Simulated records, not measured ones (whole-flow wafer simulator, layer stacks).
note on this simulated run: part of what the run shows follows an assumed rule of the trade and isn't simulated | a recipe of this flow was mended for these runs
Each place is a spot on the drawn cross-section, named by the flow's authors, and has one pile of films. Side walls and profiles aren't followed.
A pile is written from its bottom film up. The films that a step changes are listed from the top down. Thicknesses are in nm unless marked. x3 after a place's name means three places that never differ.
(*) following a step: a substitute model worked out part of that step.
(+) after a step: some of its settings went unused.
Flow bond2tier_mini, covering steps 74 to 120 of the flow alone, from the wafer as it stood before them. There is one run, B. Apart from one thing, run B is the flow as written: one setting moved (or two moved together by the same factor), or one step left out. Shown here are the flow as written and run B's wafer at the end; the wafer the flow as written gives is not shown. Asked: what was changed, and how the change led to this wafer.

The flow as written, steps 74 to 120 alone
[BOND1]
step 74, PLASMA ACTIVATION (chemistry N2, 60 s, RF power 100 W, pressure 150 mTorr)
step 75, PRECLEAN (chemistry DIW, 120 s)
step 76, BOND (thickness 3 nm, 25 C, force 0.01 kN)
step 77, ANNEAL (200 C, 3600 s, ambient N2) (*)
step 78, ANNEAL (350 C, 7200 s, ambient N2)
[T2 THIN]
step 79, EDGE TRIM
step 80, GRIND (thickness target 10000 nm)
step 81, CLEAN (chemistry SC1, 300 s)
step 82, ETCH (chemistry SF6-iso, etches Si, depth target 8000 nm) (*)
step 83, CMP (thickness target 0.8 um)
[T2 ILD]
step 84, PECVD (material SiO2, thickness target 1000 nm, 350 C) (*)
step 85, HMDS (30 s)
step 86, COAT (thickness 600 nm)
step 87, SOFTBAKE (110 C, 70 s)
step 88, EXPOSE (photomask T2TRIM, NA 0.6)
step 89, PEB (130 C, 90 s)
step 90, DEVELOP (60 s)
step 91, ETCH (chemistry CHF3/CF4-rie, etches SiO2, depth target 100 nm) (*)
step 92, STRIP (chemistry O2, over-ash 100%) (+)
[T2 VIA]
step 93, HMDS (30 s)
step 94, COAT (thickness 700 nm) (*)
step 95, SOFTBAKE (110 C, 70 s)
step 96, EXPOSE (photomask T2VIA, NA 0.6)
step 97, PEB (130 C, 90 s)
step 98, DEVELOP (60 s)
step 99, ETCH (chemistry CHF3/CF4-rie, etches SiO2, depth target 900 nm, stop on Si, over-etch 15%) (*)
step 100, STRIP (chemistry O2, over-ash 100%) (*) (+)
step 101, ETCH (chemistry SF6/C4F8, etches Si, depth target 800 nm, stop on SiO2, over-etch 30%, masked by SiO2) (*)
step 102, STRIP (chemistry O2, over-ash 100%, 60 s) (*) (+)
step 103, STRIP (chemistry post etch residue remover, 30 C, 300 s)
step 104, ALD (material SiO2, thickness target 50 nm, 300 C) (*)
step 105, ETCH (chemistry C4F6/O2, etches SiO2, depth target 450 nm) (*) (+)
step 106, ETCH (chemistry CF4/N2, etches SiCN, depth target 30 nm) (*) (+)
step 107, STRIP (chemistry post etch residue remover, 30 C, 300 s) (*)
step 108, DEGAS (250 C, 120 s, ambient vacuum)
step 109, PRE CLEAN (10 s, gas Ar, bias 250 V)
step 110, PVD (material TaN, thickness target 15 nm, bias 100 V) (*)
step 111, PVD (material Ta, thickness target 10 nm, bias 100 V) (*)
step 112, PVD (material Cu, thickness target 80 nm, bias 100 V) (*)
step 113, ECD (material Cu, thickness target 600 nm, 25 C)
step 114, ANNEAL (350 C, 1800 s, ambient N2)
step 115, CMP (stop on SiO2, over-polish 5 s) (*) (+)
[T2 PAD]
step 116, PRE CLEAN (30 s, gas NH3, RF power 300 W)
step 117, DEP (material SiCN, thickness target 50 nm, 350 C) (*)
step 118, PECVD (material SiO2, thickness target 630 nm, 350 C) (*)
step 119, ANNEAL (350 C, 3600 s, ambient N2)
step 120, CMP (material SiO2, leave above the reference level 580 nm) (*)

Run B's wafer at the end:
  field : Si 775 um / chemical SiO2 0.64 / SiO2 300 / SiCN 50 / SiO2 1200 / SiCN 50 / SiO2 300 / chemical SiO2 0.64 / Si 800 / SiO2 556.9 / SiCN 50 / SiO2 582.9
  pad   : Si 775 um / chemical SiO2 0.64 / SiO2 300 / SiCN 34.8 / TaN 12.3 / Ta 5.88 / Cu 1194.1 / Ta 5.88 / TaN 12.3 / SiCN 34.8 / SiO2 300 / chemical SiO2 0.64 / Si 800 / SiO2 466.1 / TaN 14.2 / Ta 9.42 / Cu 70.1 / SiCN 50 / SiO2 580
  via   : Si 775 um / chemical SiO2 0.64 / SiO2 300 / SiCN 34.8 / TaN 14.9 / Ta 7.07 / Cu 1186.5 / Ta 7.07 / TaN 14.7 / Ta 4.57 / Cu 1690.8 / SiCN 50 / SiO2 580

What caused this: step 109, PRE CLEAN: 12 s was run, while the flow as written has 10 s.

Step by step, how the change led to this:
  step 109, PRE CLEAN (10 s, gas Ar, bias 250 V)
      field, pad: -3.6 SiO2 (it would be, as written: -3 SiO2)
      via: -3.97 TaN (it would be, as written: -3.19 TaN)
